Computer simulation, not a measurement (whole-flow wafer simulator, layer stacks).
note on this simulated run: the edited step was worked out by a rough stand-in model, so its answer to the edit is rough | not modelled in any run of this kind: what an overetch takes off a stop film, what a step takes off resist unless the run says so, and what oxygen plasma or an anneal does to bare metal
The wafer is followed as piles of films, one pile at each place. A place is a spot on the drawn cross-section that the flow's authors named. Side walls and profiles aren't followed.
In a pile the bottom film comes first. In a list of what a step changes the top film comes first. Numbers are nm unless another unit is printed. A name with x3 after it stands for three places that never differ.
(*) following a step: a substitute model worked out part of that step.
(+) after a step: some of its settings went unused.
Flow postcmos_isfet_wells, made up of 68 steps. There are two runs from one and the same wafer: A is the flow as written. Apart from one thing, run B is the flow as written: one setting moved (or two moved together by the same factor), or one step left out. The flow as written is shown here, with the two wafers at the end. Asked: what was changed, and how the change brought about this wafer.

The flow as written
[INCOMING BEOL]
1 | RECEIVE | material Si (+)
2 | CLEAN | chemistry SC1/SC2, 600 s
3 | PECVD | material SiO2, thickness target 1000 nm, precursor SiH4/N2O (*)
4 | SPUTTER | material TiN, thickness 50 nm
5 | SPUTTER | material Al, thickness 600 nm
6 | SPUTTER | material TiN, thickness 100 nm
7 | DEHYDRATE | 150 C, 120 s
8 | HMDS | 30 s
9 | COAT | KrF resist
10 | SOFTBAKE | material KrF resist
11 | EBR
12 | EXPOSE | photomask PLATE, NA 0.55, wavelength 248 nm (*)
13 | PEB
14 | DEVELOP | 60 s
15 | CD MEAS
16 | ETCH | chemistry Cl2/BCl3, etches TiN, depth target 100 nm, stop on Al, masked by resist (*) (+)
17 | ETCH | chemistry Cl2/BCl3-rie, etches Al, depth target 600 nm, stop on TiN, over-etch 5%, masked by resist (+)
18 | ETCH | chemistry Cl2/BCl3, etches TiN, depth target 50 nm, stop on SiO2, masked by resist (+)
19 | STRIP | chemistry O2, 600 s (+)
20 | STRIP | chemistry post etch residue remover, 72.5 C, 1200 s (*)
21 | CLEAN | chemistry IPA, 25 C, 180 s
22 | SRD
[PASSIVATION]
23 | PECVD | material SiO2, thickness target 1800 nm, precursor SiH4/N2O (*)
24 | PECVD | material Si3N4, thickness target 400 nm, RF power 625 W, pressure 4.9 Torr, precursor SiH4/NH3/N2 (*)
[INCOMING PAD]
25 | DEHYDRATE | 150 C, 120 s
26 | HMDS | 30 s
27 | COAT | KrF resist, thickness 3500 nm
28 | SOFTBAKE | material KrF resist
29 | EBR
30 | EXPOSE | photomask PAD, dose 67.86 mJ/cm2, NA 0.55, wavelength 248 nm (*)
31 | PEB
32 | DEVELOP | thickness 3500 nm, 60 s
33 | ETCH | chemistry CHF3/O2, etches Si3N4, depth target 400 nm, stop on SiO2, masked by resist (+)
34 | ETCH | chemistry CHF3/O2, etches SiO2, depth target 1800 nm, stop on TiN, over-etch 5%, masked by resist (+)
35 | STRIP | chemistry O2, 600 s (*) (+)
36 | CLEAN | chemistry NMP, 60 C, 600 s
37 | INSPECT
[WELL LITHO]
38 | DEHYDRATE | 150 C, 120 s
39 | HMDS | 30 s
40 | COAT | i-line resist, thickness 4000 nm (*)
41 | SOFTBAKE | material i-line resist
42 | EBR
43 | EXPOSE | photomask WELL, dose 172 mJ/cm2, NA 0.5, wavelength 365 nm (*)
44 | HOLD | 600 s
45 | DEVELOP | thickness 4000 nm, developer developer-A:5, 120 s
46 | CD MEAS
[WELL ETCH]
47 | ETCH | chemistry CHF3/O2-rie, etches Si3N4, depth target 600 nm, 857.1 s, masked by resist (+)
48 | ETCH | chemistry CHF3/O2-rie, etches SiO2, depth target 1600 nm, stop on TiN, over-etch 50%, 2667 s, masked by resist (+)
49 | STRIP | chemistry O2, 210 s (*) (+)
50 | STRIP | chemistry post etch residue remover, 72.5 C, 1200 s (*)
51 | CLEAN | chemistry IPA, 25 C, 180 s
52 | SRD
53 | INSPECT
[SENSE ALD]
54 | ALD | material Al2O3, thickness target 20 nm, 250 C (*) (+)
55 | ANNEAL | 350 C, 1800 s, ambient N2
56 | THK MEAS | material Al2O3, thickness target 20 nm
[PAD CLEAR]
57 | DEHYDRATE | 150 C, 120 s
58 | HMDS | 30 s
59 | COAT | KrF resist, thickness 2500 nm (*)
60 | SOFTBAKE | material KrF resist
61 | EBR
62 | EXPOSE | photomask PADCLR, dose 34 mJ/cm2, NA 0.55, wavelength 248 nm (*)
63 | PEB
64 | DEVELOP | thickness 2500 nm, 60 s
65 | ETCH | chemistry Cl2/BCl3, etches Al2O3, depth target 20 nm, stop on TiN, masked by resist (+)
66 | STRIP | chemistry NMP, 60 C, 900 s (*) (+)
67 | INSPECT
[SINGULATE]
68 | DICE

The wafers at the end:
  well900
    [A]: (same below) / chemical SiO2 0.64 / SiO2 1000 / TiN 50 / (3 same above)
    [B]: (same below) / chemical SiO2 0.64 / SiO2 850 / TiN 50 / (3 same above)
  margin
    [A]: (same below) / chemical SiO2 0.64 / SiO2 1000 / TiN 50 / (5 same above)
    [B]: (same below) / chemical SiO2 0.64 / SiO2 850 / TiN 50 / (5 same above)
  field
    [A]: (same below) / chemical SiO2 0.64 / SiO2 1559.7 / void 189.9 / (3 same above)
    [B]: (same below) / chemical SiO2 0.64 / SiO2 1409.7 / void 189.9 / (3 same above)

The reason: step 3, PECVD: thickness target 850 nm was run, though the flow has thickness target 1000 nm.
One can read it off the wafer: well900 has SiO2 850, and step 3 as written asks for 1000 nm.

How this came from the change, step by step:
  3 | PECVD | material SiO2, thickness target 1000 nm, precursor SiH4/N2O (*)
      field, margin, well900, well1300 x3, pad_rim, pad_clr, pad_open: A SiO2 gains 1000 (new film) | B SiO2 gains 850 (new film)
